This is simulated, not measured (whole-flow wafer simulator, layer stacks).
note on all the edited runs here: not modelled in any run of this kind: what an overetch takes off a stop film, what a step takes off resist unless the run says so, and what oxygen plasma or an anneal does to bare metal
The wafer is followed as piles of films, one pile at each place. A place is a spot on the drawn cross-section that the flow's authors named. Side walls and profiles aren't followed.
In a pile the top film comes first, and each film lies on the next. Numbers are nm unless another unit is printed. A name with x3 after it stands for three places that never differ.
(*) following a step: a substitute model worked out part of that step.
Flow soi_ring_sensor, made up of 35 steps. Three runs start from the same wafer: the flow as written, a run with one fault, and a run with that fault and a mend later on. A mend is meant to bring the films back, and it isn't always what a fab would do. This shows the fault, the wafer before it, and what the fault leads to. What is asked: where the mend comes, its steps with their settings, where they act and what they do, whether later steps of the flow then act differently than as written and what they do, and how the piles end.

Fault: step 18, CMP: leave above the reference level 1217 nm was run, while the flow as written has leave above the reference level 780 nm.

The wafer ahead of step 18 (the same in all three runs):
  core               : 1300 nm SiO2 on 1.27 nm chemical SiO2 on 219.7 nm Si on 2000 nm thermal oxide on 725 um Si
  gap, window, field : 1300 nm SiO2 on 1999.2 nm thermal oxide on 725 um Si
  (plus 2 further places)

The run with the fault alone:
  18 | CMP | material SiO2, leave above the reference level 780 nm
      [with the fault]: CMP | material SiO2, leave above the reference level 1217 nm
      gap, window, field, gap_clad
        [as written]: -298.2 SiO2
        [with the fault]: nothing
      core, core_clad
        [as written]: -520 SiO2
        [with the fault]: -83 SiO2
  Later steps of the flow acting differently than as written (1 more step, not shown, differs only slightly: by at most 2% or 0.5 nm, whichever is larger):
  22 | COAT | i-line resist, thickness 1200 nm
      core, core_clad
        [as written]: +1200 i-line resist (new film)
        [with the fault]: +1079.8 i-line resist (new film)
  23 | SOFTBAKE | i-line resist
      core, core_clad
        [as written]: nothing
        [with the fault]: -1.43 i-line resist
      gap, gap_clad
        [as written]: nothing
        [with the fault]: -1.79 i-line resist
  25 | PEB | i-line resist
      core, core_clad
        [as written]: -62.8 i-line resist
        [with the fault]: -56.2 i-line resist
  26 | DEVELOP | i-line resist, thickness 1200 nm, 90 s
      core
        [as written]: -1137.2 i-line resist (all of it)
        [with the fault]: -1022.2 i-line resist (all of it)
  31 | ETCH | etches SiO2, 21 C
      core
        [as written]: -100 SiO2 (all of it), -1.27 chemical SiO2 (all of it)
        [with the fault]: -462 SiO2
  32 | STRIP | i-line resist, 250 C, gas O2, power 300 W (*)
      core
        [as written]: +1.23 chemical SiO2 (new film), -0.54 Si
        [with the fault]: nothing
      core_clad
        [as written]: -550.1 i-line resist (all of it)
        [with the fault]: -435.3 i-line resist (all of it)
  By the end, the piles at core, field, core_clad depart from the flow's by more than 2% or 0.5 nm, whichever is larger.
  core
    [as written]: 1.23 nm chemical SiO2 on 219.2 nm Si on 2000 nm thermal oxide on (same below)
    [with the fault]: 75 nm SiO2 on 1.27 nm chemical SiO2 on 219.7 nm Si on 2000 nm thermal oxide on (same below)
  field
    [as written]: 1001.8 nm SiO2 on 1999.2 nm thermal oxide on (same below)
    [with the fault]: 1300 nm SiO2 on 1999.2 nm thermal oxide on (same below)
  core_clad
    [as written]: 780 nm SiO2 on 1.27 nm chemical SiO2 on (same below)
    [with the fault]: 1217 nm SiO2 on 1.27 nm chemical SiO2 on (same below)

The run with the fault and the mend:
  After step 19 comes the mend.
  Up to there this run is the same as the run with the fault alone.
  19a | CMP | material SiO2, leave above the reference level 780 nm (the flow's step 18 again)
      gap, window, field, gap_clad
        -298.2 SiO2
      core, core_clad
        -437 SiO2
  None of the later steps of the flow acts differently than as written at any place that is followed.
  At every place that both follow, the piles at the end match the flow's.
